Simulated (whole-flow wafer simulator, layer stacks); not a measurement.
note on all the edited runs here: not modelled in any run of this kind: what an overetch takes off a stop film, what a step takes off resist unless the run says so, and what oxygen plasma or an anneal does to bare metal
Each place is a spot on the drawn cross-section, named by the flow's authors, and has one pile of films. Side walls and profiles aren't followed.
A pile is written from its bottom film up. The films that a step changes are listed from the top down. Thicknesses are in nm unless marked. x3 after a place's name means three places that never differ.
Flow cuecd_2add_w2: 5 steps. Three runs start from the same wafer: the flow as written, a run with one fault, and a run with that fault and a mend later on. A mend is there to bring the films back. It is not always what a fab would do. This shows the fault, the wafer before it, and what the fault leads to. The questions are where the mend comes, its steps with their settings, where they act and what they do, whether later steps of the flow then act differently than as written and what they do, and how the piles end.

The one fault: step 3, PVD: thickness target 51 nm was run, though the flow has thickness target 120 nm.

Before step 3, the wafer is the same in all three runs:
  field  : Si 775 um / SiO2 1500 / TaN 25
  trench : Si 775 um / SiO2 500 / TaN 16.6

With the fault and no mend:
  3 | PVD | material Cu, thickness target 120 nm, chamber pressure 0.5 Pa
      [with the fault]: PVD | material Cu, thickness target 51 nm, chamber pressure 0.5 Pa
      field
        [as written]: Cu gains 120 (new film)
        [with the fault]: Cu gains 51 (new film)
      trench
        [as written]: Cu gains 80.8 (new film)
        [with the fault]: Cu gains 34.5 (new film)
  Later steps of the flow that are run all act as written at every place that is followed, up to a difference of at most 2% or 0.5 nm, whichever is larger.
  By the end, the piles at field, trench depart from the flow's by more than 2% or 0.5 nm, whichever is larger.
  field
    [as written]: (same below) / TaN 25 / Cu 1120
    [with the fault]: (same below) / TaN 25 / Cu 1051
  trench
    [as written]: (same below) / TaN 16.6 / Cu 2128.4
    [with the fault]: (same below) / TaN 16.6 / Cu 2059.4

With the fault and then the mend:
  After step 3 comes the mend.
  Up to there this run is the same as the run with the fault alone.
  3a | PVD | material Cu, thickness target 69 nm, chamber pressure 0.5 Pa (the flow's step 3 again, with other settings)
      field
        Cu gains 69
      trench
        Cu gains 45.9
  Later steps of the flow that are run all act as written at every place that is followed, up to a difference of at most 2% or 0.5 nm, whichever is larger.
  The piles end the same as the flow's at every place that both follow.
